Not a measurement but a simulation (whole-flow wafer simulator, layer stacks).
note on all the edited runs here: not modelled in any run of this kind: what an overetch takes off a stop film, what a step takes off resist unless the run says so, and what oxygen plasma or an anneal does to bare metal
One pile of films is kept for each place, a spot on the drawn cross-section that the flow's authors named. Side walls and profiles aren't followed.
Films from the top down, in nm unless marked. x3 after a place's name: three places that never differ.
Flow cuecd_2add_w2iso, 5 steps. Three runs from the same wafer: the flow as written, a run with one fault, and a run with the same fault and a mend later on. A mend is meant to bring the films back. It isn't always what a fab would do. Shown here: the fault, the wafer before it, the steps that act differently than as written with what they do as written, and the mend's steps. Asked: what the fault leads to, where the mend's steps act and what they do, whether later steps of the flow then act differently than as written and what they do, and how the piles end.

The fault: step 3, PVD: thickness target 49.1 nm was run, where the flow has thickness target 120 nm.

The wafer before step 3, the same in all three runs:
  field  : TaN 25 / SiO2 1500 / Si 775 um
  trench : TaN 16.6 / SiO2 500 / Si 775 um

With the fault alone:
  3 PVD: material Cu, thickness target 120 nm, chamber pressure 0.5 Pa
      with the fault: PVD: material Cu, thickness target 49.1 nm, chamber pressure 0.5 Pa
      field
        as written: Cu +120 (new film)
        with the fault: Cu +49.1 (new film)
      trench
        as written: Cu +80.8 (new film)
        with the fault: Cu +33.2 (new film)
  No later step of the flow acts differently than as written, at any place that is followed, by more than 2% or 0.5 nm, whichever is larger.
  At the end the piles differ from the flow's by more than 2% or 0.5 nm, whichever is larger, at field, trench.
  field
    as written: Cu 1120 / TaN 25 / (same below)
    with the fault: Cu 1049.1 / TaN 25 / (same below)
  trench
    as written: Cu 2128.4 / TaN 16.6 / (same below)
    with the fault: Cu 2057.5 / TaN 16.6 / (same below)

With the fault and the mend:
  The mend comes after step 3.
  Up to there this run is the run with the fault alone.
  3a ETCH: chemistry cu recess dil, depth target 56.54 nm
      field
        Cu -49.1 (all of it)
      trench
        Cu -33.2 (all of it)
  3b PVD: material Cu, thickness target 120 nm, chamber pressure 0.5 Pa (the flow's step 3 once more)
      field
        Cu +120 (new film)
      trench
        Cu +80.8 (new film)
  No later step of the flow acts differently than as written at any place that is followed.
  At the end the piles are the same as the flow's at every place that both follow.
